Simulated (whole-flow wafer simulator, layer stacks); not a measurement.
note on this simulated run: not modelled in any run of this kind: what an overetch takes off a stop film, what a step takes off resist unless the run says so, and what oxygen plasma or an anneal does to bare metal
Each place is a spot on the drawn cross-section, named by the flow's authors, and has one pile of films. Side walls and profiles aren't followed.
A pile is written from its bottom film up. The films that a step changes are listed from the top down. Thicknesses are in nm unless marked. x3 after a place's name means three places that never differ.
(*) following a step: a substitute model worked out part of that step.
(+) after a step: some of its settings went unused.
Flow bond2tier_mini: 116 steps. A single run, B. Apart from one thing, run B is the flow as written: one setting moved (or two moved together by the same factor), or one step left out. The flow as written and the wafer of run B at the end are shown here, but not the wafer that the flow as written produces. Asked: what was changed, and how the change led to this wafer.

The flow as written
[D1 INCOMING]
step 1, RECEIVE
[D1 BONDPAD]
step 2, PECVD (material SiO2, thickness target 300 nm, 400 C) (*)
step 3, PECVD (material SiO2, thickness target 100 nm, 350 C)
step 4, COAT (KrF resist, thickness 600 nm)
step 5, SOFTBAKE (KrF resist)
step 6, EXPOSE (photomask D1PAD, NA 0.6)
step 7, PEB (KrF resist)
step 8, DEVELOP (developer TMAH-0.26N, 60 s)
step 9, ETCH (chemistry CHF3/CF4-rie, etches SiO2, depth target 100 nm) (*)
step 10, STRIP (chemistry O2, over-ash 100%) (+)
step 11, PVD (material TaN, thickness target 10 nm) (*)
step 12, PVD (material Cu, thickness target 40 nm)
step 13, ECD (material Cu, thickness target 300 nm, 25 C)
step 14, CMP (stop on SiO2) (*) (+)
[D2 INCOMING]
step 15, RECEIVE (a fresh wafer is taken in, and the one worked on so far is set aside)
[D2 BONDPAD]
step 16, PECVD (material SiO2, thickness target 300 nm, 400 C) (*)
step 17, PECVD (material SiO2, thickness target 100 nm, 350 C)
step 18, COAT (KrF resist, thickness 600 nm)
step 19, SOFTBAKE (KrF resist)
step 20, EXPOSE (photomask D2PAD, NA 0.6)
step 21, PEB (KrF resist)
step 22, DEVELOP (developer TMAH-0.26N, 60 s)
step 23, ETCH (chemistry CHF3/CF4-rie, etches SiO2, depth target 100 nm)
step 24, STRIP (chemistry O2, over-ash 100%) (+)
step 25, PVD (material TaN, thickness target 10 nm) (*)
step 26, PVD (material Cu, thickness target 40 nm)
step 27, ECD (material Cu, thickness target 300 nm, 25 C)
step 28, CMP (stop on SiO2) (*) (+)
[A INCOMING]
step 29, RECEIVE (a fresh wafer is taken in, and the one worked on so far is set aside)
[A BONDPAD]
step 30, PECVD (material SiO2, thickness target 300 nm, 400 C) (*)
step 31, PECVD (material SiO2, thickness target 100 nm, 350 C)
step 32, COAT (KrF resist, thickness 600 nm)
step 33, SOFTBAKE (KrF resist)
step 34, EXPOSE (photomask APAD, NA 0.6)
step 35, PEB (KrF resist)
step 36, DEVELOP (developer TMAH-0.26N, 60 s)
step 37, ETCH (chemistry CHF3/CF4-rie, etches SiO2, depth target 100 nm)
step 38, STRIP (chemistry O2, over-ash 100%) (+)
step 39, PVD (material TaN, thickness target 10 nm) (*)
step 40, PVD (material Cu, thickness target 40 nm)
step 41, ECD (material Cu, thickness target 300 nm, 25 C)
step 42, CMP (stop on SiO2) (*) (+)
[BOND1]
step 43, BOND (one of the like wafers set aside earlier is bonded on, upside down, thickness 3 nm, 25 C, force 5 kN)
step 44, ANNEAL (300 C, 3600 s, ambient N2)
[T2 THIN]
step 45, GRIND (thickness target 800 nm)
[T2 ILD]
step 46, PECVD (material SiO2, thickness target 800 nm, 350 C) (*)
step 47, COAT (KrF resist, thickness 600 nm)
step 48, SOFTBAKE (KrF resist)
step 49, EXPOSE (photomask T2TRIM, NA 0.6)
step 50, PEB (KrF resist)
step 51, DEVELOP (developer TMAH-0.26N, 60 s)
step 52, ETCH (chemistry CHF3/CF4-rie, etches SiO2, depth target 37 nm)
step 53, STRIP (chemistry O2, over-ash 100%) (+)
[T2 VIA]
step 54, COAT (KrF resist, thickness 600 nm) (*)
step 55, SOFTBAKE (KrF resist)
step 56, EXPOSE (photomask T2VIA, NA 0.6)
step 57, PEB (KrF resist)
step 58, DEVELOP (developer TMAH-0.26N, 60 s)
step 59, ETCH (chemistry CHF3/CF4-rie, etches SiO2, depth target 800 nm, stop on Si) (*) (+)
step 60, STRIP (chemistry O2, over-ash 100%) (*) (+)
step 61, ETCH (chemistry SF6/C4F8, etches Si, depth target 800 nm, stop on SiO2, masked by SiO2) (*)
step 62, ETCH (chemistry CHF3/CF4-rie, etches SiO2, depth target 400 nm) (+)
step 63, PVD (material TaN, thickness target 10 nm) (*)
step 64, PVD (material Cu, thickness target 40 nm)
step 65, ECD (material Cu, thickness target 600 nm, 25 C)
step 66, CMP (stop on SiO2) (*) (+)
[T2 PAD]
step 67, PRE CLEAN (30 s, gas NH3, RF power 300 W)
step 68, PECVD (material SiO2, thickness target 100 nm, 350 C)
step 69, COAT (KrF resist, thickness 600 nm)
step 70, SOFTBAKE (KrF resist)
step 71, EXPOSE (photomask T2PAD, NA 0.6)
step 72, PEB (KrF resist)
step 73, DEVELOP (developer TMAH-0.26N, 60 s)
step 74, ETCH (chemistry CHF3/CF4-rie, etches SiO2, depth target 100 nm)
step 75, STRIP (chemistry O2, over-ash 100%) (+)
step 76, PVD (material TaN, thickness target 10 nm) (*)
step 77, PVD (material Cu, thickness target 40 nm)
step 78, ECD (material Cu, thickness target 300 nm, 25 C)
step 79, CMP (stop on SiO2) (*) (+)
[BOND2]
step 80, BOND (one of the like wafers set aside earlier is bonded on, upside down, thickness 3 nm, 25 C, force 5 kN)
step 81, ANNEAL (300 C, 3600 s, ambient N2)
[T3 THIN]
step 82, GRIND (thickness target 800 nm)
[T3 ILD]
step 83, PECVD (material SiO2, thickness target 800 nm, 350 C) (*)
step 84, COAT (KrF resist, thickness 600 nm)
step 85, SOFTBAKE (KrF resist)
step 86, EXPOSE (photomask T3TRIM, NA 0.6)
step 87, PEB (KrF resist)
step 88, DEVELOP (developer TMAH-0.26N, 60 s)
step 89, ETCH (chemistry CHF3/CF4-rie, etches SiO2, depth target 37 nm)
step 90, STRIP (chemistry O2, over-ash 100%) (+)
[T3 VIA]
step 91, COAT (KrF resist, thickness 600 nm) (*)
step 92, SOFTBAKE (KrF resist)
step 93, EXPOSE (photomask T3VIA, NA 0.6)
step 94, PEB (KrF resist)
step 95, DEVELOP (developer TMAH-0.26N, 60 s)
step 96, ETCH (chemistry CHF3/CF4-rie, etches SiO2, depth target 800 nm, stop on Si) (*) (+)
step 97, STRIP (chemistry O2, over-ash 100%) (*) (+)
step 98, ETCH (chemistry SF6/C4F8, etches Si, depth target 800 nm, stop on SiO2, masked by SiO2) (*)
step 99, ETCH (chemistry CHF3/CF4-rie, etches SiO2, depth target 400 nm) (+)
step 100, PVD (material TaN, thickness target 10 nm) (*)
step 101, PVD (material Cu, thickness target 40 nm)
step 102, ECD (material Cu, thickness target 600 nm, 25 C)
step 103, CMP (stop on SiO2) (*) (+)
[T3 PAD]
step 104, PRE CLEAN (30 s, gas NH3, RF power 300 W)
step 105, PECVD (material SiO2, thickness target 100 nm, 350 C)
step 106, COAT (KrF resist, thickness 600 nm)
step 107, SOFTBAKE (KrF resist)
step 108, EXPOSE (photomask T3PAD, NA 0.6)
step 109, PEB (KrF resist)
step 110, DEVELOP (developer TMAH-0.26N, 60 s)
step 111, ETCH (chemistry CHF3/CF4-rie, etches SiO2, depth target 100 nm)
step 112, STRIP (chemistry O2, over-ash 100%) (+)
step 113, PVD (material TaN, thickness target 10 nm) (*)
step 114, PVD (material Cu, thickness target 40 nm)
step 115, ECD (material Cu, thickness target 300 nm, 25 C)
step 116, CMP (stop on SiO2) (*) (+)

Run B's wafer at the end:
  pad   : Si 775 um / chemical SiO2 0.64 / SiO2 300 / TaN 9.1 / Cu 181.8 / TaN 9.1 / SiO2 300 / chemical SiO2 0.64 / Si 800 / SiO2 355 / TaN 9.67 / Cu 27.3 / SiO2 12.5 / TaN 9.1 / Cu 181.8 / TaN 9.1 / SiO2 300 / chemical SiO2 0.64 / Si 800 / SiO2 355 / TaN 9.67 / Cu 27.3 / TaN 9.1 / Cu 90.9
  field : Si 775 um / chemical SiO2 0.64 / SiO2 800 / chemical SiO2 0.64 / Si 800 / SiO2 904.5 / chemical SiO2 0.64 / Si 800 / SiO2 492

What caused this: step 68, PECVD: thickness target 112.5 nm was run, whereas the flow has thickness target 100 nm.

Step by step, how the change led to this:
  step 68, PECVD (material SiO2, thickness target 100 nm, 350 C)
      field: SiO2 gains 112.5 (as written it would have been: SiO2 gains 100)
      pad: SiO2 gains 112.5 (new film) (as written it would have been: SiO2 gains 100 (new film))
  step 74, ETCH (chemistry CHF3/CF4-rie, etches SiO2, depth target 100 nm)
      pad: SiO2 loses 100 (as written it would have been: SiO2 loses 100 (all of it))
With metal films that touch counted as one body, pad has 4 bodies (between them, from the top down: SiO2 355 / Si 800 / chemical SiO2 0.64 / SiO2 300; SiO2 12.5; SiO2 355 / Si 800 / chemical SiO2 0.64 / SiO2 300); the flow as written gives 3 bodies (between them, from the top down: SiO2 355 / Si 800 / chemical SiO2 0.64 / SiO2 300; SiO2 355 / Si 800 / chemical SiO2 0.64 / SiO2 300).
